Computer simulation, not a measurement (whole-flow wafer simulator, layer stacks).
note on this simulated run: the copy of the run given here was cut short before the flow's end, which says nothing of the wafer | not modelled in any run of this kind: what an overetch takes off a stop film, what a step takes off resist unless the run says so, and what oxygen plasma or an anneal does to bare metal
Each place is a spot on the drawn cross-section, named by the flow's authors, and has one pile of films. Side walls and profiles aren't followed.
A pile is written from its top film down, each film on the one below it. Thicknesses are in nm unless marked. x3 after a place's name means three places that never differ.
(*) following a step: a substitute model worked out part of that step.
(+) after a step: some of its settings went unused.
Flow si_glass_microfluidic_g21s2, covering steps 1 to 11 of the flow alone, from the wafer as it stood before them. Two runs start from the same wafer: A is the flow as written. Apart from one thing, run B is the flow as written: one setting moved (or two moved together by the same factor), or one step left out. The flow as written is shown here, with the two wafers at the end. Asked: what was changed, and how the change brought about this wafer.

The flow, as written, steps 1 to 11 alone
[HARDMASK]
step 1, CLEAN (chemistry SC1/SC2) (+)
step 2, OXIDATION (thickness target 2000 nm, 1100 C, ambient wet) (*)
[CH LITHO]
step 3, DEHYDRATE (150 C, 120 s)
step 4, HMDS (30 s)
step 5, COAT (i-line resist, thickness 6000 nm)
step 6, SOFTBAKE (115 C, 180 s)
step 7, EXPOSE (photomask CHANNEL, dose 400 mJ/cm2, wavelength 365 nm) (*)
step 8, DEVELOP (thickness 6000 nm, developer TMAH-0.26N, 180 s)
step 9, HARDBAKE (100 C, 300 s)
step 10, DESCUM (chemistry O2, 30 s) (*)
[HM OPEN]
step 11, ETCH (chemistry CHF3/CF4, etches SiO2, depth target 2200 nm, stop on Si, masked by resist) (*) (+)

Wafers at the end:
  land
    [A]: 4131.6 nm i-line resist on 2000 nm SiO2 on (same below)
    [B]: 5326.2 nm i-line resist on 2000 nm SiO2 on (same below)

Cause: step 5, COAT: thickness 7200 nm was run, whereas the flow has thickness 6000 nm.

How this came from the change, step by step:
  step 5, COAT (i-line resist, thickness 6000 nm)
      land, trench20 x3: A i-line resist gains 6000 (new film) | B i-line resist gains 7200 (new film)
  step 8, DEVELOP (thickness 6000 nm, developer TMAH-0.26N, 180 s)
      trench20 x3: A i-line resist loses 6000 (all of it) | B i-line resist loses 7200 (all of it)
  step 9, HARDBAKE (100 C, 300 s)
      land: A i-line resist loses 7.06 | B i-line resist loses 12.4
